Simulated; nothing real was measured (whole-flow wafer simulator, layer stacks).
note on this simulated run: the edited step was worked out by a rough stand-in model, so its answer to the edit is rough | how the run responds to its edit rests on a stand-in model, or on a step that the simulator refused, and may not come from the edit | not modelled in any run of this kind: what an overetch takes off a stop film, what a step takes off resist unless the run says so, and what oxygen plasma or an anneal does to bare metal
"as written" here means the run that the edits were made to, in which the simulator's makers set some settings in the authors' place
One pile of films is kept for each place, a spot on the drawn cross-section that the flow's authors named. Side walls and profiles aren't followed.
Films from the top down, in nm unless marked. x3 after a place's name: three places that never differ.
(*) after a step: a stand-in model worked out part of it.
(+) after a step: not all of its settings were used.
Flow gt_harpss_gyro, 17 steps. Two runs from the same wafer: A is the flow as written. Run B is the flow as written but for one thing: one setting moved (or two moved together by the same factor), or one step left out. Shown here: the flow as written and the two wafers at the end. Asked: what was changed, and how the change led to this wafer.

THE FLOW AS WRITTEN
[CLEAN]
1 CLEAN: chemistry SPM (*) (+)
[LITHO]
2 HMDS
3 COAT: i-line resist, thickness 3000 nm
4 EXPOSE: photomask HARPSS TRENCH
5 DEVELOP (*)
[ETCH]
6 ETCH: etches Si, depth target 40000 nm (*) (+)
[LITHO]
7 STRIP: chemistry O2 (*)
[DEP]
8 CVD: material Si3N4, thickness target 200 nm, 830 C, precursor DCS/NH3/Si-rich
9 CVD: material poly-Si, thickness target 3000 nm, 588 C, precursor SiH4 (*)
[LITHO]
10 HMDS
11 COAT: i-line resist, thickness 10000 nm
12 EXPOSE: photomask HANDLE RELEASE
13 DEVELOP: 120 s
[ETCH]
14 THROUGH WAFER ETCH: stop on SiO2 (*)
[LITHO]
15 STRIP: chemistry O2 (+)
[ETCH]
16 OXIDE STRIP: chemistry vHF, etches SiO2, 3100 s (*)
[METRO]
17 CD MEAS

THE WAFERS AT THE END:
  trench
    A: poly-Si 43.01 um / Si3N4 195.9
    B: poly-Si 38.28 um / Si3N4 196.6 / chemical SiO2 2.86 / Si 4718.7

The cause: step 6, ETCH: depth target 35280 nm was run, where the flow has depth target 40000 nm.

How the change led to this, step by step:
  6 ETCH: etches Si, depth target 40000 nm (*) (+)
      trench: A chemical SiO2 -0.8 (all of it), Si -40 um (all of it) | B chemical SiO2 -0.8 (all of it), Si -35.28 um
      field: A i-line resist -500 | B i-line resist -441
  7 STRIP: chemistry O2 (*)
      trench: A nothing | B chemical SiO2 +2.86 (new film), Si -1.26
      field: A i-line resist -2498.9 (all of it), chemical SiO2 +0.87, Si -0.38 | B i-line resist -2557.9 (all of it), chemical SiO2 +0.87, Si -0.38
  9 CVD: material poly-Si, thickness target 3000 nm, 588 C, precursor SiH4 (*)
      trench: A poly-Si +43.01 um (new film) | B poly-Si +38.28 um (new film)
